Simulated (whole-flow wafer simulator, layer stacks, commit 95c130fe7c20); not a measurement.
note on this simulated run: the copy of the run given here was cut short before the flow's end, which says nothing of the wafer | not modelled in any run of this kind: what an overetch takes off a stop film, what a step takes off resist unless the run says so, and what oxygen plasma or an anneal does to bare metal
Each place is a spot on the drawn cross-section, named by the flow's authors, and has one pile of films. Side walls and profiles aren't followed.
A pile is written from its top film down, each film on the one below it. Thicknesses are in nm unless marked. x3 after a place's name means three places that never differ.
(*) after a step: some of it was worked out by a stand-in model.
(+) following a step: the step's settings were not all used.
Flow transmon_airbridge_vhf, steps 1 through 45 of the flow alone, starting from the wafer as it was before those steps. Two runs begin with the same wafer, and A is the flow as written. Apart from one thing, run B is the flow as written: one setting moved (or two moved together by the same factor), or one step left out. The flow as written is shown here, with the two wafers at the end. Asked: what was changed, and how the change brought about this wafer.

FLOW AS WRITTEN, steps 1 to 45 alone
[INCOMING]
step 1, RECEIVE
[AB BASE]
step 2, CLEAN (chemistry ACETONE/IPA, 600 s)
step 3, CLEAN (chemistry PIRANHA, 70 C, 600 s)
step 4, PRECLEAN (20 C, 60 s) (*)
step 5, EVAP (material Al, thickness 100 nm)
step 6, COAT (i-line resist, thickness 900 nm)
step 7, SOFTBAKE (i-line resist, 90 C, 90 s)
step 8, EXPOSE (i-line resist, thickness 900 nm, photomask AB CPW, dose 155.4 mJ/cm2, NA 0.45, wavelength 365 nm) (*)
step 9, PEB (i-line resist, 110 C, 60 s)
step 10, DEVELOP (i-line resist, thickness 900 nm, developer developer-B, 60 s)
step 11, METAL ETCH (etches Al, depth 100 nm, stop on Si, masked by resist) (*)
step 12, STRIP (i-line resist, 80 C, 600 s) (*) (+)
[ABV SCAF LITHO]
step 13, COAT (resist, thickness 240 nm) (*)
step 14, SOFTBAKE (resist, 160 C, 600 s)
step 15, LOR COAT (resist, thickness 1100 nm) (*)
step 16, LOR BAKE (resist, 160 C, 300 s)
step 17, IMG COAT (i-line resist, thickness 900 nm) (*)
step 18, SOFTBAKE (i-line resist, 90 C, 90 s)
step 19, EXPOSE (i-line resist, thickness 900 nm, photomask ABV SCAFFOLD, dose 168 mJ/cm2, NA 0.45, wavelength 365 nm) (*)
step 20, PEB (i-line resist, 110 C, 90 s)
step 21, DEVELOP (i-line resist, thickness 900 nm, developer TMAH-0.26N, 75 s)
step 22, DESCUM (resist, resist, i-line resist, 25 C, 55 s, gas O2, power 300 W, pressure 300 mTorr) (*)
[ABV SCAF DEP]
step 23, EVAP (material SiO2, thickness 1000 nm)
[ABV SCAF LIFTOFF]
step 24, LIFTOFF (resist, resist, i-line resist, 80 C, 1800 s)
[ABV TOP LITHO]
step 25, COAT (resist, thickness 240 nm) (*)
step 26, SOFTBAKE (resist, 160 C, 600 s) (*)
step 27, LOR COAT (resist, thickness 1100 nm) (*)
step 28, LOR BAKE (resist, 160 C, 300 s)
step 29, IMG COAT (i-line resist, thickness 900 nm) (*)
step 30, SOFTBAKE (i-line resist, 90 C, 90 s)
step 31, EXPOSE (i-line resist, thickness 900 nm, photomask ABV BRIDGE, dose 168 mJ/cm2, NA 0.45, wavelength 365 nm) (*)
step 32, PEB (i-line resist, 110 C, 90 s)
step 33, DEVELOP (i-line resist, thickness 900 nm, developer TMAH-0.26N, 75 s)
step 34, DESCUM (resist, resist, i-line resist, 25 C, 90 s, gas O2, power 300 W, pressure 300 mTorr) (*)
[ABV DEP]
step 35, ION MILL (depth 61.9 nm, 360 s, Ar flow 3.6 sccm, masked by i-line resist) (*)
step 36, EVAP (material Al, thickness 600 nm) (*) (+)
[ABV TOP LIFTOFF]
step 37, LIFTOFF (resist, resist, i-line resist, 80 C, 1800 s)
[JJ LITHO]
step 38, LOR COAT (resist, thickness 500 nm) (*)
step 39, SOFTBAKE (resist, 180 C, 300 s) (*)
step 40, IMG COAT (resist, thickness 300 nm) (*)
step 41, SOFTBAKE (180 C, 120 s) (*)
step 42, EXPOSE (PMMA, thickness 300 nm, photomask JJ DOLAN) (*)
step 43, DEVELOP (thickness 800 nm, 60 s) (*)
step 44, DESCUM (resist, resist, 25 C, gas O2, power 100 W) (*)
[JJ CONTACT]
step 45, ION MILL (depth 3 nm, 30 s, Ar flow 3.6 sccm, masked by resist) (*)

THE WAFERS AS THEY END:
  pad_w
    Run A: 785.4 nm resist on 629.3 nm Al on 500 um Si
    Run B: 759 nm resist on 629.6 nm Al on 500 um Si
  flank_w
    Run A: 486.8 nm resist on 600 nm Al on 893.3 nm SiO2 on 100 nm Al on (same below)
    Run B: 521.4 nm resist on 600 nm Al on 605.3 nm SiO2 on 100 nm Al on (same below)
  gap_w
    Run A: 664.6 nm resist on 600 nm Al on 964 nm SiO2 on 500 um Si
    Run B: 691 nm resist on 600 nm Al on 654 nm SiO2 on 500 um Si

Cause: step 23, EVAP: thickness 690 nm was run, whereas the flow has thickness 1000 nm.

How this came from the change, step by step:
  step 23, EVAP (material SiO2, thickness 1000 nm)
      field x3, jj_line, ground_far and 10 more: A SiO2 gains 1000 (new film) | B SiO2 gains 690 (new film)
      flank_w, flank_e: A SiO2 gains 929.3 (new film) | B SiO2 gains 641.2 (new film)
  step 24, LIFTOFF (resist, resist, i-line resist, 80 C, 1800 s)
      field x3, jj_line, trace_open_s x2: A SiO2 loses 1000 (all of it), i-line resist loses 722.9 (all of it), resist loses 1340 (all of it) | B SiO2 loses 690 (all of it), i-line resist loses 722.9 (all of it), resist loses 1340 (all of it)
      pad_w, pad_e: A SiO2 loses 1000 (all of it), i-line resist loses 718 (all of it), resist loses 1330.2 (all of it) | B SiO2 loses 690 (all of it), i-line resist loses 718 (all of it), resist loses 1330.2 (all of it)
      (also at 1 further place)
  step 25, COAT (resist, thickness 240 nm) (*)
      flank_w, flank_e: A resist gains 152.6 (new film) | B resist gains 163.3 (new film)
      gap_w, gap_e: A resist gains 210.7 (new film) | B resist gains 224 (new film)
      (also at 6 further places)
  step 27, LOR COAT (resist, thickness 1100 nm) (*)
      gap_w, gap_e: A resist gains 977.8 | B resist gains 1021.1
      margin_s, margin_n: A resist gains 823.4 | B resist gains 899.8
      (also at 6 further places)
  step 29, IMG COAT (i-line resist, thickness 900 nm) (*)
      gap_w, gap_e: A i-line resist gains 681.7 (new film) | B i-line resist gains 757.4 (new film)
      margin_s, margin_n: A i-line resist gains 603.2 (new film) | B i-line resist gains 700.9 (new film)
      (also at 7 further places)
  step 32, PEB (i-line resist, 110 C, 90 s)
      pad_w, pad_e: A i-line resist loses 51 | B i-line resist loses 49.5
      flank_w, flank_e: A i-line resist loses 38.3 | B i-line resist loses 41.4
      (also at 7 further places)
  step 33, DEVELOP (i-line resist, thickness 900 nm, developer TMAH-0.26N, 75 s)
      gap_w, gap_e: A i-line resist loses 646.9 (all of it), resist loses 977.8 | B i-line resist loses 718.6 (all of it), resist loses 1021.1
      pad_w: A i-line resist loses 937.2 (all of it), resist loses 1247.8 | B i-line resist loses 910.7 (all of it), resist loses 1199.2
      (also at 5 further places)
  step 34, DESCUM (resist, resist, i-line resist, 25 C, 90 s, gas O2, power 300 W, pressure 300 mTorr) (*)
      flank_w, flank_e: A resist loses 152.6 (all of it) | B resist loses 163.3 (all of it)
      gap_w, gap_e: A resist loses 210.7 (all of it) | B resist loses 224 (all of it)
      (also at 4 further places)
  step 37, LIFTOFF (resist, resist, i-line resist, 80 C, 1800 s)
      ground_far: A Al loses 600 (all of it), i-line resist loses 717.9 (all of it), resist loses 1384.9 (all of it) | B Al loses 600 (all of it), i-line resist loses 679.2 (all of it), resist loses 1374 (all of it)
      margin_s: A Al loses 600 (all of it), i-line resist loses 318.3 (all of it), resist loses 992 (all of it) | B Al loses 600 (all of it), i-line resist loses 410.9 (all of it), resist loses 1086.3 (all of it)
      (also at 1 further place)
  step 38, LOR COAT (resist, thickness 500 nm) (*)
      pad_w, pad_e: A resist gains 517 (new film) | B resist gains 499.1 (new film)
      flank_w, flank_e: A resist gains 306.5 (new film) | B resist gains 331.1 (new film)
      (also at 6 further places)
  step 40, IMG COAT (resist, thickness 300 nm) (*)
      pad_w, pad_e: A resist gains 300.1 | B resist gains 291.7
      flank_w, flank_e: A resist gains 212.1 | B resist gains 222.1
      (also at 6 further places)
